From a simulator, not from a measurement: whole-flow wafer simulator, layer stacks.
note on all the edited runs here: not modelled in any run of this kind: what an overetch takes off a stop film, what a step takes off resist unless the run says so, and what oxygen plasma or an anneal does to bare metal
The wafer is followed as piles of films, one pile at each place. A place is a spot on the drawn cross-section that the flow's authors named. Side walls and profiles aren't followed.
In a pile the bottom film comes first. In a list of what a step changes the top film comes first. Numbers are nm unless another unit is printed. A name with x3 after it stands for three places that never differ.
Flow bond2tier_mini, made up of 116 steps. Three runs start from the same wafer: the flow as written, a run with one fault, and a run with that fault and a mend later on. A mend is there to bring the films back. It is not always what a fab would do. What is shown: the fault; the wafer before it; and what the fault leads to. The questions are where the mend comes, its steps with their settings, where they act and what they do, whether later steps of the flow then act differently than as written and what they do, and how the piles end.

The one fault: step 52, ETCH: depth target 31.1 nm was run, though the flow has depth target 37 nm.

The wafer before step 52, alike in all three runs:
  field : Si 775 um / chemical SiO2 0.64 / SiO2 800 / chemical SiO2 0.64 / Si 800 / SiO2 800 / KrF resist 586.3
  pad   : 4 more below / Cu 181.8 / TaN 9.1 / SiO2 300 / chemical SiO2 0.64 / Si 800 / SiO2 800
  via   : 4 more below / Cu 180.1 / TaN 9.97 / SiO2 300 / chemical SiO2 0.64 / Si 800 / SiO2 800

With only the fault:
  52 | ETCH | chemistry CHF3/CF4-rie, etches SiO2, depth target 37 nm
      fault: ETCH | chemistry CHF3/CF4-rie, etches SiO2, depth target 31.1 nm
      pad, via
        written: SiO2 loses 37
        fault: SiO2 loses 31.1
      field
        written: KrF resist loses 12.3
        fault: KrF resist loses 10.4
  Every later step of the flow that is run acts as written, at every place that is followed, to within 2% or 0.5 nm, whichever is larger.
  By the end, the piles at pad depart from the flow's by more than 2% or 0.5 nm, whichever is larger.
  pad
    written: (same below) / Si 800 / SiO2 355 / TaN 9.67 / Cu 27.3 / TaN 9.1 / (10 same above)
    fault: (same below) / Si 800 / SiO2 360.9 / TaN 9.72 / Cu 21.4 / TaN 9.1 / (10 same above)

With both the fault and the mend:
  After step 52 comes the mend.
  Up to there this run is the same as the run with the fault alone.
  52a | ETCH | chemistry CHF3/CF4-rie, etches SiO2, depth target 5.9 nm (the flow's step 52, run once more with other settings)
      pad, via
        SiO2 loses 5.9
      field
        KrF resist loses 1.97
  Every later step of the flow that is run acts as written at every place that is followed.
  At every place that both follow, the piles at the end match the flow's.
